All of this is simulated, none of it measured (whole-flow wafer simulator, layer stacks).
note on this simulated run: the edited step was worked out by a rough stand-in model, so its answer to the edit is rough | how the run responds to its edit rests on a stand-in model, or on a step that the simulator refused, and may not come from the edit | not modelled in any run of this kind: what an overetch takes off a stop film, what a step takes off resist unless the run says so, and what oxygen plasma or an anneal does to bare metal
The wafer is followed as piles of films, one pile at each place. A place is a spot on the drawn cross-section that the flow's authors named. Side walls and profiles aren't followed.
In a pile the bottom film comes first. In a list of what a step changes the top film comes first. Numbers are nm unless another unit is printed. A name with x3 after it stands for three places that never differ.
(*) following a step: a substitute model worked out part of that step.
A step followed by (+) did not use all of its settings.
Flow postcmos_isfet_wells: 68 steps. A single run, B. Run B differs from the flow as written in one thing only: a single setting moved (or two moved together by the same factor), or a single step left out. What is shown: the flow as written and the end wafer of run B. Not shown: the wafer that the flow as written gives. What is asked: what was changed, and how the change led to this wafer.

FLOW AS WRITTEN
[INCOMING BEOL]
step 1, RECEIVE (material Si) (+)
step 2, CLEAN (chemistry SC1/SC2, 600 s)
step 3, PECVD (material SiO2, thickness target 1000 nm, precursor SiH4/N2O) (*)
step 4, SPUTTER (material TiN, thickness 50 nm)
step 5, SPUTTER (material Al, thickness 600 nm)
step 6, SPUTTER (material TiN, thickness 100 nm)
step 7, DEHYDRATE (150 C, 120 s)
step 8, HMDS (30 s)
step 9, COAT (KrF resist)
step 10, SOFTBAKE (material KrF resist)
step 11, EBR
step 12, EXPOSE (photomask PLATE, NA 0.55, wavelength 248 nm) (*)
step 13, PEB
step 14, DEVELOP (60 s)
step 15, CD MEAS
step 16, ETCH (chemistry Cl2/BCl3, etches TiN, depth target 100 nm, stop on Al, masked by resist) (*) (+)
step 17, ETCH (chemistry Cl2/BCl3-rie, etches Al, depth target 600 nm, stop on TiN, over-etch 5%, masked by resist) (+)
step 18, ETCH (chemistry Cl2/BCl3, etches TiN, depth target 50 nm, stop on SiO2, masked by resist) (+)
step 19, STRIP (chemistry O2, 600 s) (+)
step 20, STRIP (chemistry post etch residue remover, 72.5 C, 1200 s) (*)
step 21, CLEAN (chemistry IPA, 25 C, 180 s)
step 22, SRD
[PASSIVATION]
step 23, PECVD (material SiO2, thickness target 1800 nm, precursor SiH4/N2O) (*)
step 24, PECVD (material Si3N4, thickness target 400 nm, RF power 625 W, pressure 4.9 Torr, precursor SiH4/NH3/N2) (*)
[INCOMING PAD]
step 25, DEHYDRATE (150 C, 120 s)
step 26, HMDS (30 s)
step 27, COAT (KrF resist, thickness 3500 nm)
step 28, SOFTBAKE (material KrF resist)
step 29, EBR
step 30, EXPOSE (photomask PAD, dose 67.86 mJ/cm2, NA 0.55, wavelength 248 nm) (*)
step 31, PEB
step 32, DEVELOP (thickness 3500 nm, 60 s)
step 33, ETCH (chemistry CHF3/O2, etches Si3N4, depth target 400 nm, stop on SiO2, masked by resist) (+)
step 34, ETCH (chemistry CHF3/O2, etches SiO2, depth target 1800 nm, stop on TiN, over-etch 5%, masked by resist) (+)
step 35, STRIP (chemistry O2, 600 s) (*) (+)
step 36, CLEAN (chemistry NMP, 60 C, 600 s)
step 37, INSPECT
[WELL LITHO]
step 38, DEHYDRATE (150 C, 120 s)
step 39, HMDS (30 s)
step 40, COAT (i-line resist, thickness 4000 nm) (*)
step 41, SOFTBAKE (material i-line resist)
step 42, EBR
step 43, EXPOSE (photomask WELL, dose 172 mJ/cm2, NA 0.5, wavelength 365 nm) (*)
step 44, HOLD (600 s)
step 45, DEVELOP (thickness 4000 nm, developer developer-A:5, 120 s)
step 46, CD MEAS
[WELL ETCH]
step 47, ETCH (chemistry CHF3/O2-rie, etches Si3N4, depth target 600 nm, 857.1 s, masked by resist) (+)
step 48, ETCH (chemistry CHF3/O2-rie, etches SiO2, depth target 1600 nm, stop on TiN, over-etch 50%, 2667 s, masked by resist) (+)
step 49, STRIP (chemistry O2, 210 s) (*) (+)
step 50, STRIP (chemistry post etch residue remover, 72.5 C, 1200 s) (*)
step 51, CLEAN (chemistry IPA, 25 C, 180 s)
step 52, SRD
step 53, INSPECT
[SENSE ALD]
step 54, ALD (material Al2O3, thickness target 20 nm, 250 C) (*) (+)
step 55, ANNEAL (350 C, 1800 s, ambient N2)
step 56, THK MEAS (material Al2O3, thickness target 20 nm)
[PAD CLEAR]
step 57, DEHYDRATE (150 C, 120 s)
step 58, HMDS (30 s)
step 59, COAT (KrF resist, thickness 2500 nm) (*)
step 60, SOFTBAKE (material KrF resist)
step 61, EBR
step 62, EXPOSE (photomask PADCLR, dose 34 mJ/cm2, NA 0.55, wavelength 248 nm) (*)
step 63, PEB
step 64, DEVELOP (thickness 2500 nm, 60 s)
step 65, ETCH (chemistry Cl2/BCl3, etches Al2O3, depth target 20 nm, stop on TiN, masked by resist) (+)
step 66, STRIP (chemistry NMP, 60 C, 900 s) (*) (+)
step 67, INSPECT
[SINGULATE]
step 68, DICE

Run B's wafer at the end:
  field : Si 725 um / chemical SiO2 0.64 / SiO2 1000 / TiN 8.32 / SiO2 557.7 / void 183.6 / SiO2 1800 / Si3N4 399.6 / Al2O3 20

The reason: step 16, ETCH: depth target 87 nm was run, while the flow as written has depth target 100 nm.

How this came from the change, step by step:
  step 16, ETCH (chemistry Cl2/BCl3, etches TiN, depth target 100 nm, stop on Al, masked by resist) (*) (+)
      field: -87 TiN (in the flow as written it would be: -100 TiN (all of it))
      margin, well900, well1300 x3, pad_rim, pad_clr, pad_open: -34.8 KrF resist (in the flow as written it would be: -40 KrF resist)
  step 17, ETCH (chemistry Cl2/BCl3-rie, etches Al, depth target 600 nm, stop on TiN, over-etch 5%, masked by resist) (+)
      field: -13 TiN (all of it), -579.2 Al (in the flow as written it would be: -600 Al (all of it))
  step 18, ETCH (chemistry Cl2/BCl3, etches TiN, depth target 50 nm, stop on SiO2, masked by resist) (+)
      field: -20.8 Al (all of it), -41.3 TiN (in the flow as written it would be: -50 TiN (all of it))
  step 23, PECVD (material SiO2, thickness target 1800 nm, precursor SiH4/N2O) (*)
      field: +1800 SiO2 (new film), +183.6 void (new film), +557.7 SiO2 (new film) (in the flow as written it would be: +1800 SiO2 (new film), +189.9 void (new film), +559.7 SiO2)
If metal films that touch count as one body, field has 1 body; the flow as written gives 0 bodies.
